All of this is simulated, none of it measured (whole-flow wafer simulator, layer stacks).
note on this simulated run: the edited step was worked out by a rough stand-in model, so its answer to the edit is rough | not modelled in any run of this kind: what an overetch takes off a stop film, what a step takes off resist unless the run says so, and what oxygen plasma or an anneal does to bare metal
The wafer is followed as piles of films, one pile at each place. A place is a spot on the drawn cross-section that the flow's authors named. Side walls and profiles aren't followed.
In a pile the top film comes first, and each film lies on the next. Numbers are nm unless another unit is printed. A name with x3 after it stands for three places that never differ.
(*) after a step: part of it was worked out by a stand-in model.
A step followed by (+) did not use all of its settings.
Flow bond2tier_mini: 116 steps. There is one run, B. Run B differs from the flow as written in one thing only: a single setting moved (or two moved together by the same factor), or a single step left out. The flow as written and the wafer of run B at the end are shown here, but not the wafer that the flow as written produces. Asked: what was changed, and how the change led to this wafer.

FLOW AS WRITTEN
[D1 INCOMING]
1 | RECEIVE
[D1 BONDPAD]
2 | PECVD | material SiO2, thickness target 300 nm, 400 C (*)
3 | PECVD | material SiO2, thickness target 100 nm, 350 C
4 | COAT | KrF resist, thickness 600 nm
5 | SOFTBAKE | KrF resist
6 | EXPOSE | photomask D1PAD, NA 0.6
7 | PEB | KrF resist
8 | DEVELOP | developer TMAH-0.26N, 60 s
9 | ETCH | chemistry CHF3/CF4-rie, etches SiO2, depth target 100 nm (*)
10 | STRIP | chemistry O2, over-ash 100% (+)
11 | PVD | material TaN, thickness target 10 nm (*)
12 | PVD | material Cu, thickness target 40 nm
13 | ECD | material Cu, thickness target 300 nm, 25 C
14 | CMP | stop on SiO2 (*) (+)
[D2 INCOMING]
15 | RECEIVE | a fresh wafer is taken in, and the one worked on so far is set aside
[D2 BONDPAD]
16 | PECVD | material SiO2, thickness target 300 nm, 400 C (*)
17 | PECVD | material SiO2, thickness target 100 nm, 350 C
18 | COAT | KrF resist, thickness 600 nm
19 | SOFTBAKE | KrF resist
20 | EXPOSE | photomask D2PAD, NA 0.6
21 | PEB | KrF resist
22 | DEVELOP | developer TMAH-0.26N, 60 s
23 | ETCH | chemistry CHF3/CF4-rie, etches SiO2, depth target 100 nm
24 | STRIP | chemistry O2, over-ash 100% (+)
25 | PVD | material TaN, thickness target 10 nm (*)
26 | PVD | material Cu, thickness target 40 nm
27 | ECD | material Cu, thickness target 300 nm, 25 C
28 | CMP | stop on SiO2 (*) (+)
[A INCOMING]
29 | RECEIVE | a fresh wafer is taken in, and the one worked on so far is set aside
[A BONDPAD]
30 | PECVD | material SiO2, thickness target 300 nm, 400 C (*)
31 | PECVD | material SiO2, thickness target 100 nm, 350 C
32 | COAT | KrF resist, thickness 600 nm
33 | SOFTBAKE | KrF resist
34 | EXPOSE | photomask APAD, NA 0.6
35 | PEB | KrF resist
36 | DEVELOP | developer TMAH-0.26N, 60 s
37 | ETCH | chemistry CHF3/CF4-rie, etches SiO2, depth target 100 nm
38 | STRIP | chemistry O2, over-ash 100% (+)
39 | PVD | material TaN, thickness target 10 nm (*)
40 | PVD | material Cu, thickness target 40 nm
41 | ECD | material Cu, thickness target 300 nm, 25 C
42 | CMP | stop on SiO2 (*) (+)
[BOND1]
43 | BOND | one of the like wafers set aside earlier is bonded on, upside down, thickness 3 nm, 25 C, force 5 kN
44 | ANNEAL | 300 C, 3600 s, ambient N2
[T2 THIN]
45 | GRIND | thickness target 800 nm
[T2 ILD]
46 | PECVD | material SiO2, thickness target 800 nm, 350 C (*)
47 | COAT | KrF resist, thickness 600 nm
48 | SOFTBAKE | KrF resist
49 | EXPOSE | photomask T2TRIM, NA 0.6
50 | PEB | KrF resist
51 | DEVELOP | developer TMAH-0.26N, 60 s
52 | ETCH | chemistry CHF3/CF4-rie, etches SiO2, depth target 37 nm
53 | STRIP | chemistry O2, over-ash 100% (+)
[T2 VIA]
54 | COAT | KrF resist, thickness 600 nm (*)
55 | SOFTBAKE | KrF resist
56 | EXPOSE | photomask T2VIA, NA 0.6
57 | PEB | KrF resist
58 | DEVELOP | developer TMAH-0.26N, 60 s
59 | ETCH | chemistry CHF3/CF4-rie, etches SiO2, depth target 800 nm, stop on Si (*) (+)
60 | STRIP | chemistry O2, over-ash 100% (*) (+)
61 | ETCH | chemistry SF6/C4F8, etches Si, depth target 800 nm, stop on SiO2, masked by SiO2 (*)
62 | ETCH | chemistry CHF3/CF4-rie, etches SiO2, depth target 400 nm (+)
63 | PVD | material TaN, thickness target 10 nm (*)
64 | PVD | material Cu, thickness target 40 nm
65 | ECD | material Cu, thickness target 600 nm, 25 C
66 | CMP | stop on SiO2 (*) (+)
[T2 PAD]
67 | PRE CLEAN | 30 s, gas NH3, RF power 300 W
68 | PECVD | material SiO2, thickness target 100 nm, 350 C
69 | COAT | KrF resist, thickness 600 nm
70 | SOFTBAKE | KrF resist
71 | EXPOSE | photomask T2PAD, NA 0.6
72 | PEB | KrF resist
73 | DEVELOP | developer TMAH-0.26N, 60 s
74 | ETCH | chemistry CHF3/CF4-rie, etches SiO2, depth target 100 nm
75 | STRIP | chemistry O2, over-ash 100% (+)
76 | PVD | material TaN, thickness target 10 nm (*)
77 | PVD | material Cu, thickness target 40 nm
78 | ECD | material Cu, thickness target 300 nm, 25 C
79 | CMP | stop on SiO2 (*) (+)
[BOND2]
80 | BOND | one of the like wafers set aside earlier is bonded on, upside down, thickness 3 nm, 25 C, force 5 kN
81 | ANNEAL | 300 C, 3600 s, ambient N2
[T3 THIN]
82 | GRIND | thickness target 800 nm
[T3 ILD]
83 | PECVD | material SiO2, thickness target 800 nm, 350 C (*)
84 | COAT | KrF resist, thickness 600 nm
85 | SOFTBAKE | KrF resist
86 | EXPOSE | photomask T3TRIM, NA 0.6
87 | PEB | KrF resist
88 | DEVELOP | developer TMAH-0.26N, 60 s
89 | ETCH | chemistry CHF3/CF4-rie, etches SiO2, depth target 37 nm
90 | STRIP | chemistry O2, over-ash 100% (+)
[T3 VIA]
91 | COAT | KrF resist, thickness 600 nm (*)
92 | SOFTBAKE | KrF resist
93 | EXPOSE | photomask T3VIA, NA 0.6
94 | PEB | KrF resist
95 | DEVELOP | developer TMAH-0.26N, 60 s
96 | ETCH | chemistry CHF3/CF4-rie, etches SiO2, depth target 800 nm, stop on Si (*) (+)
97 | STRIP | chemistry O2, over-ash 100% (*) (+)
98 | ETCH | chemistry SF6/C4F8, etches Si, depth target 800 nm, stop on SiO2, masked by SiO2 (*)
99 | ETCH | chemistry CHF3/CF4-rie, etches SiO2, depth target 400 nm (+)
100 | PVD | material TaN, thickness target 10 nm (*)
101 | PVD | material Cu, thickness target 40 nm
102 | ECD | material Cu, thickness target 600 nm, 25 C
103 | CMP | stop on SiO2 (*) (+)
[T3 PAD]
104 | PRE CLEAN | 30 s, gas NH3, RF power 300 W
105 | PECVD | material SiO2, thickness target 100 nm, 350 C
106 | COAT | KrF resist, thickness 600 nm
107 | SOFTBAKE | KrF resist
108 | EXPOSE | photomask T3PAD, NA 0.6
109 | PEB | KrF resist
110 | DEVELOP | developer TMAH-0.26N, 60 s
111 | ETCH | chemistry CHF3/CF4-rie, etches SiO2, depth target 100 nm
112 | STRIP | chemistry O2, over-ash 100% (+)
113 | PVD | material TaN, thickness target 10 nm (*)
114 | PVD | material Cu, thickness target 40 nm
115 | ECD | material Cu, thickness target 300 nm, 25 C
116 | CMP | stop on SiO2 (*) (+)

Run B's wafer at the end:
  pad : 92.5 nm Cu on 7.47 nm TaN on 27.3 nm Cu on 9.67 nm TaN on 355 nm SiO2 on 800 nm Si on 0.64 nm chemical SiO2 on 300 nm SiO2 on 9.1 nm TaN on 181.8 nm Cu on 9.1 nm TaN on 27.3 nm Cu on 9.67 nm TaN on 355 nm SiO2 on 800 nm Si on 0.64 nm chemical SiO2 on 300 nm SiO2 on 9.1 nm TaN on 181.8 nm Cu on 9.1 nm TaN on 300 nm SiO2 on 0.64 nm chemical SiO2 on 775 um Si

Cause: step 113, PVD: thickness target 8.2 nm was run, though the flow has thickness target 10 nm.

Step by step, how the change led to this:
  113 | PVD | material TaN, thickness target 10 nm (*)
      field: TaN gains 8.2 (new film) (as written it would have been: TaN gains 10 (new film))
      pad: TaN gains 7.47 (new film) (as written it would have been: TaN gains 9.1 (new film))
  116 | CMP | stop on SiO2 (*) (+)
      field: Cu loses 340 (all of it), TaN loses 8.2 (all of it) (as written it would have been: Cu loses 340 (all of it), TaN loses 10 (all of it))
